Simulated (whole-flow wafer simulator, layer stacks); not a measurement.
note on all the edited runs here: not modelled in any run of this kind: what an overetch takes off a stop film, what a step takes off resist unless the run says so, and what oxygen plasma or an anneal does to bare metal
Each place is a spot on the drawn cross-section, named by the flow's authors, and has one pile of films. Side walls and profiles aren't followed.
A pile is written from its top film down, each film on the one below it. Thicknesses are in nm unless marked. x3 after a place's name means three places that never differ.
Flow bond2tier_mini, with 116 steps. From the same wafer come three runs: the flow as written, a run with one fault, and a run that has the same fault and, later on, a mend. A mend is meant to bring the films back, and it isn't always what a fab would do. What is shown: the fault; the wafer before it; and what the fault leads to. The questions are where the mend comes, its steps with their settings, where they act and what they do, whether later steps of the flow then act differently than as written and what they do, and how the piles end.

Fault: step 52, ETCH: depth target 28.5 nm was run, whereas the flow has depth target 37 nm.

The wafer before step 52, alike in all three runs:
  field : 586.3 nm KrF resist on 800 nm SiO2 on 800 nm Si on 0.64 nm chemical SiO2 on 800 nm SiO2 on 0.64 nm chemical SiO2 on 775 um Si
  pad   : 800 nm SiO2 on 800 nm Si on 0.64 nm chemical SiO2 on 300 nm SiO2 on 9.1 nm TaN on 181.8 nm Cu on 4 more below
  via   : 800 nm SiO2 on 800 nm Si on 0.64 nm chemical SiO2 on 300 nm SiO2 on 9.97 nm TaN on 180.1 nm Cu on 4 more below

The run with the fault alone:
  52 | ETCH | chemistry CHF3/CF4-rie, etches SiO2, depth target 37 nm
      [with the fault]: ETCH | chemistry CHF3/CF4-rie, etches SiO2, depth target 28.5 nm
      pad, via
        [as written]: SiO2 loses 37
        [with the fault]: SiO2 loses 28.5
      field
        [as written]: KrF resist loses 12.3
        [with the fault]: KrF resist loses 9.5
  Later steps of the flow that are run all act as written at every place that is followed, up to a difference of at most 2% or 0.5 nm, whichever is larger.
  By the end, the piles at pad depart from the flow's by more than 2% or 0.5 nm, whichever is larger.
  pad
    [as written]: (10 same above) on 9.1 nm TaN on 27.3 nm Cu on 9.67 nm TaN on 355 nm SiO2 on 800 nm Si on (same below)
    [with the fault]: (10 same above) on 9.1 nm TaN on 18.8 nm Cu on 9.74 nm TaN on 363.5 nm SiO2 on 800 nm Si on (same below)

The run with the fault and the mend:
  The mend follows step 52.
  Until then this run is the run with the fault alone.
  52a | ETCH | chemistry CHF3/CF4-rie, etches SiO2, depth target 8.5 nm (a further turn of the flow's step 52, with different settings)
      pad, via
        SiO2 loses 8.5
      field
        KrF resist loses 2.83
  Later steps of the flow that are run all act as written at every place that is followed.
  At every place that both follow, the piles at the end match the flow's.
